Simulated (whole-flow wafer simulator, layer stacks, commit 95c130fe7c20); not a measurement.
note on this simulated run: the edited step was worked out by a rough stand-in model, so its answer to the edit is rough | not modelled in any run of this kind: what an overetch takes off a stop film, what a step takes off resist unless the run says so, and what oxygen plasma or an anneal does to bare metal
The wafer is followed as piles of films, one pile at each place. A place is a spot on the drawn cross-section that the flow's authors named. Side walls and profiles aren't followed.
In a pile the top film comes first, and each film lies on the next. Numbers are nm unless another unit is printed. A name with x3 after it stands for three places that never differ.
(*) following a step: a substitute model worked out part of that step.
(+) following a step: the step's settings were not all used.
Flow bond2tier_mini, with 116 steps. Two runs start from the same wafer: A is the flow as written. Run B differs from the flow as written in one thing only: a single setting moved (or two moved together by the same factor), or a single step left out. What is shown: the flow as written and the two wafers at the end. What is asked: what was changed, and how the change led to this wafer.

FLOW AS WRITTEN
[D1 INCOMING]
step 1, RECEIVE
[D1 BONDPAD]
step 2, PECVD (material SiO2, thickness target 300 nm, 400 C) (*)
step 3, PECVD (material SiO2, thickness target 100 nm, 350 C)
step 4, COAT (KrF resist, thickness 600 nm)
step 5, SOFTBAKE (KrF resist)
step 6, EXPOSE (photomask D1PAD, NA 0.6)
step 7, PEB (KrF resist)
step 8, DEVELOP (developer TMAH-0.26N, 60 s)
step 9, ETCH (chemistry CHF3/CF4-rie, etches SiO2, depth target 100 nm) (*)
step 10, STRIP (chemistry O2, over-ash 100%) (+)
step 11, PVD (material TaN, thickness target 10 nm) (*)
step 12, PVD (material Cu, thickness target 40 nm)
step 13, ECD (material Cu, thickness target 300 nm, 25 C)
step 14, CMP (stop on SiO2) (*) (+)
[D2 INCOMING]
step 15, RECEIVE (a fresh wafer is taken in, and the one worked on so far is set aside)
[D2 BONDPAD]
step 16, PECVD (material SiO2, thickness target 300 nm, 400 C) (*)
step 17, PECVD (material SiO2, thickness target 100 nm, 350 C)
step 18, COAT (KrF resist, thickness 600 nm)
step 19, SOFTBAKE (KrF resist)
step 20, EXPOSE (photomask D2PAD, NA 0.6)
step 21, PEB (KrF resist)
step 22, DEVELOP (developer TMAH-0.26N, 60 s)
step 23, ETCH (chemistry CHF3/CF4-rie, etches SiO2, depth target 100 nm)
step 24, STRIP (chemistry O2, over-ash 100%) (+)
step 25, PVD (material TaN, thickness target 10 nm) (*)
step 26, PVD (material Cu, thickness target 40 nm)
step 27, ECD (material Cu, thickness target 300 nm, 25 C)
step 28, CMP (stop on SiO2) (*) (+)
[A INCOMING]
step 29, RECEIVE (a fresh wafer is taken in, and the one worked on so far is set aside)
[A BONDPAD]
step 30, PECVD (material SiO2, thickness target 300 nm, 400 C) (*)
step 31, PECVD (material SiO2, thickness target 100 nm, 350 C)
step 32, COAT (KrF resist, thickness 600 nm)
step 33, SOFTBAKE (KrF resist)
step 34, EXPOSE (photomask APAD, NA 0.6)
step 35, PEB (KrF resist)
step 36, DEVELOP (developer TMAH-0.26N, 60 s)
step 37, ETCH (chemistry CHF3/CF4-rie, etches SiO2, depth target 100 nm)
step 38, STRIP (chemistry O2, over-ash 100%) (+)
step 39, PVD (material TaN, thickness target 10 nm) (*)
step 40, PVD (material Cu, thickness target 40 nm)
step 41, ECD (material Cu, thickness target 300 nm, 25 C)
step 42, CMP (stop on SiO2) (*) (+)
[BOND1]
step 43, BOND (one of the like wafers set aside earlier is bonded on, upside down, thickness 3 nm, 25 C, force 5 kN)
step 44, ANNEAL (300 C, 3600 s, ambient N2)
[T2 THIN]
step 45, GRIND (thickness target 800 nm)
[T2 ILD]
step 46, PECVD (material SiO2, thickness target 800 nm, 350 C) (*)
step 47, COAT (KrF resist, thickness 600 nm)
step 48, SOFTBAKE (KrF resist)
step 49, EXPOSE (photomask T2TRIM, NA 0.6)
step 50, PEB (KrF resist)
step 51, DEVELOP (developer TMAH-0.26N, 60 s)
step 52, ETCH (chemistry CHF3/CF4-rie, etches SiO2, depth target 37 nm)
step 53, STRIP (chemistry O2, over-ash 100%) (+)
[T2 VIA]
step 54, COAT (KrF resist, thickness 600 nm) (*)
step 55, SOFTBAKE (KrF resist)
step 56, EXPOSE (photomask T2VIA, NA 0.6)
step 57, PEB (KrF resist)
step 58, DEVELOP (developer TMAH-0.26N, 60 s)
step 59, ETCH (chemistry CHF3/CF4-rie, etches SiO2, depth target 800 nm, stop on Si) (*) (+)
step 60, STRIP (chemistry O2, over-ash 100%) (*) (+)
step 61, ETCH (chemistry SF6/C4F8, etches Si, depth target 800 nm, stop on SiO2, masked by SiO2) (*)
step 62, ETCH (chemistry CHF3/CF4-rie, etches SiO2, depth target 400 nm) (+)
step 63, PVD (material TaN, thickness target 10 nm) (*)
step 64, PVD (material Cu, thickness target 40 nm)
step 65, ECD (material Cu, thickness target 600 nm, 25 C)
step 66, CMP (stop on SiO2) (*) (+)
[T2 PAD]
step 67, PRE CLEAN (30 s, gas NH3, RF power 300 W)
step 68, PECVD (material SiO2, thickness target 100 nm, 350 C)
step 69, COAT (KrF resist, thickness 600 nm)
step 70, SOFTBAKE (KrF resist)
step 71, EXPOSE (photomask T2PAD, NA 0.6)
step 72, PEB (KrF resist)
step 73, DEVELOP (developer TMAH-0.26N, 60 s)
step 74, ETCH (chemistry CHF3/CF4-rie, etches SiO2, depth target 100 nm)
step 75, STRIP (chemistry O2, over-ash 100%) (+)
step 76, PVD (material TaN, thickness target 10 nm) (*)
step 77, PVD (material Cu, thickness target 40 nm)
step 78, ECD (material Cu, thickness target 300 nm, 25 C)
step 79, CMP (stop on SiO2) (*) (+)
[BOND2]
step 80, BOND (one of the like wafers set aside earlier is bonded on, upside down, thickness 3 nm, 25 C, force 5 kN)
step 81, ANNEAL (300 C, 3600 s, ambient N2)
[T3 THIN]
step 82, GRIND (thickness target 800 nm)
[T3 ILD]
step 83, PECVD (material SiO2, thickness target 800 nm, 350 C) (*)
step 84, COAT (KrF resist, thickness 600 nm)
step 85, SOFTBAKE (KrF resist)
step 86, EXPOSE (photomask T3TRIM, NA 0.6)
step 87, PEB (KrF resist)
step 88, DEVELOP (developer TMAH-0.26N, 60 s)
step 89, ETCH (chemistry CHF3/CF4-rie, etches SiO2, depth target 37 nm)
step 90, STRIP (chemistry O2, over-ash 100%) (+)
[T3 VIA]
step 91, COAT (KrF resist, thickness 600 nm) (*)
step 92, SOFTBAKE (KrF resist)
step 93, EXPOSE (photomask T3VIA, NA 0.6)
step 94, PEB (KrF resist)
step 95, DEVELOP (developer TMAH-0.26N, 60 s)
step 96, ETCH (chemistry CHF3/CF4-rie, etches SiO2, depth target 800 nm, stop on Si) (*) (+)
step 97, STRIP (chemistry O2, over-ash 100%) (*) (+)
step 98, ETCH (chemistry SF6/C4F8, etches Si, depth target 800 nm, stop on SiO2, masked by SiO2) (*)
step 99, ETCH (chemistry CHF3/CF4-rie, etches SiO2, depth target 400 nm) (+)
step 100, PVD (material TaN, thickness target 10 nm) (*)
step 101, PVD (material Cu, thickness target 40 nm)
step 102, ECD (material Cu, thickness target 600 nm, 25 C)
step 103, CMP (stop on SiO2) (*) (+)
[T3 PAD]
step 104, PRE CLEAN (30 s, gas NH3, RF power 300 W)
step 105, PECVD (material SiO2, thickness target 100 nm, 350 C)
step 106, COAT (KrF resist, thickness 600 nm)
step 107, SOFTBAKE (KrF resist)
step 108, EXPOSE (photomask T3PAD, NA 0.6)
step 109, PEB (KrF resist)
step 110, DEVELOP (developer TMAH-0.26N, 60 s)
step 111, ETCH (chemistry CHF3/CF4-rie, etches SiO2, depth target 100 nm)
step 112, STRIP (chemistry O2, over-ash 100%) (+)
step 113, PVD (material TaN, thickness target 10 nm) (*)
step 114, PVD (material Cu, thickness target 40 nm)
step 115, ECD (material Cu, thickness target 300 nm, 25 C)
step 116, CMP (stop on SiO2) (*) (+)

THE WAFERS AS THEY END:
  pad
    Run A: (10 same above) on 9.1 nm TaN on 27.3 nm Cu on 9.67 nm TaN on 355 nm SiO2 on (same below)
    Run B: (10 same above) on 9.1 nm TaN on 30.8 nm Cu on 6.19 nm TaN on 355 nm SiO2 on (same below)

The reason: step 63, PVD: thickness target 6.4 nm was run, though the flow has thickness target 10 nm.

How this came from the change, step by step:
  step 63, PVD (material TaN, thickness target 10 nm) (*)
      field: A +10 TaN (new film) | B +6.4 TaN (new film)
      pad: A +9.67 TaN (new film) | B +6.19 TaN (new film)
  step 66, CMP (stop on SiO2) (*) (+)
      field: A -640 Cu (all of it), -10 TaN (all of it) | B -640 Cu (all of it), -6.4 TaN (all of it)
